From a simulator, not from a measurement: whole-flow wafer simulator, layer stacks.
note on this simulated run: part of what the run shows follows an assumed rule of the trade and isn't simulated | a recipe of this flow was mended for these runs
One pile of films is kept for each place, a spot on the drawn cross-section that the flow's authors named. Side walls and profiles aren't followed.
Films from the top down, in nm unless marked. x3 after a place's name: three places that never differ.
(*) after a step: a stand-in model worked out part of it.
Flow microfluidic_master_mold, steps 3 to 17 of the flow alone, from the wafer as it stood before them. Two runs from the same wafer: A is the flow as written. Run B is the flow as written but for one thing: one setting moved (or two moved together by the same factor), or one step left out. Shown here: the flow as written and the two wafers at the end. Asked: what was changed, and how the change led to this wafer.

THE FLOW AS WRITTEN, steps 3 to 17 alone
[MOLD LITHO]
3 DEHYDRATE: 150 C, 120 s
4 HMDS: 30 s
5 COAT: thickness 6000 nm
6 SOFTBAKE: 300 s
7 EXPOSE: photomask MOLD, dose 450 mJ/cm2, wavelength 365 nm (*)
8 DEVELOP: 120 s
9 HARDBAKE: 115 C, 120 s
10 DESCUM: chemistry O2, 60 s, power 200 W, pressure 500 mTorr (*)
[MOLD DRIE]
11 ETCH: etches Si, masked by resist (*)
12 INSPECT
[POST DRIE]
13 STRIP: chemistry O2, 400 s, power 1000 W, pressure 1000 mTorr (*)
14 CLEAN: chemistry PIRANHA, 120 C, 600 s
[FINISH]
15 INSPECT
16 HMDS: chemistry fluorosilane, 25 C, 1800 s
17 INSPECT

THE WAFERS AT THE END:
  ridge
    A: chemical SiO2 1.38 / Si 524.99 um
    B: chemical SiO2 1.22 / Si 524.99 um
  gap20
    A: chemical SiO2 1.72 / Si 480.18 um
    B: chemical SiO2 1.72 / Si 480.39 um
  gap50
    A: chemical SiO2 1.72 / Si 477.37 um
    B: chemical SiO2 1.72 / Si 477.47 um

The cause: step 5, COAT: thickness 7397 nm was run, where the flow has thickness 6000 nm.

How the change led to this, step by step:
  5 COAT: thickness 6000 nm
      ridge, gap20, gap50, gap200 x2: A thick-i-line-resist +6000 (new film) | B thick-i-line-resist +7397 (new film)
  8 DEVELOP: 120 s
      gap20, gap50, gap200 x2: A thick-i-line-resist -6000 (all of it) | B thick-i-line-resist -7397 (all of it)
  9 HARDBAKE: 115 C, 120 s
      ridge: A thick-i-line-resist -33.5 | B thick-i-line-resist -45.5
  11 ETCH: etches Si, masked by resist (*)
      gap20: A chemical SiO2 -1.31 (all of it), Si -44.81 um | B chemical SiO2 -1.31 (all of it), Si -44.61 um
      gap50: A chemical SiO2 -1.31 (all of it), Si -47.62 um | B chemical SiO2 -1.31 (all of it), Si -47.53 um
  13 STRIP: chemistry O2, 400 s, power 1000 W, pressure 1000 mTorr (*)
      ridge: A thick-i-line-resist -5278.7 (all of it), chemical SiO2 +0.78, Si -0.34 | B thick-i-line-resist -6663.8 (all of it), chemical SiO2 +0.62, Si -0.27
